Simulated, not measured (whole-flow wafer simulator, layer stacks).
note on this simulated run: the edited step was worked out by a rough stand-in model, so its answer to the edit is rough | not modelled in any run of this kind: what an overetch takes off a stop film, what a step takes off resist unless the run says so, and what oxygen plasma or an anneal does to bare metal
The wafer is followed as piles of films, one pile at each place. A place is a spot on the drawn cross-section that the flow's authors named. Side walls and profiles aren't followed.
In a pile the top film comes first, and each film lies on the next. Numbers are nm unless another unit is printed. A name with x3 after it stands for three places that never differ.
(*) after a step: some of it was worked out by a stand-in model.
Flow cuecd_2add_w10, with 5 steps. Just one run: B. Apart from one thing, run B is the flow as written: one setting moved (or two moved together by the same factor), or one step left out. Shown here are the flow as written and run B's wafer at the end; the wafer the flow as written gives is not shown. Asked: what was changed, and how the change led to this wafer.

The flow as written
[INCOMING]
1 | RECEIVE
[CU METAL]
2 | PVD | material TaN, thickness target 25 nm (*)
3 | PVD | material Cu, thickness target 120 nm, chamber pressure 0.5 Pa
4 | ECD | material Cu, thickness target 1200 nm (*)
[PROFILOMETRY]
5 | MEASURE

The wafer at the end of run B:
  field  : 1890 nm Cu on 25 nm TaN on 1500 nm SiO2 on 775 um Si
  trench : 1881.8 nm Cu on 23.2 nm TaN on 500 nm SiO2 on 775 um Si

Cause: step 4, ECD: thickness target 1770 nm was run, whereas the flow has thickness target 1200 nm.

Step by step, how the change led to this:
  4 | ECD | material Cu, thickness target 1200 nm (*)
      field, trench: +1770 Cu (in the flow as written it would be: +1200 Cu)
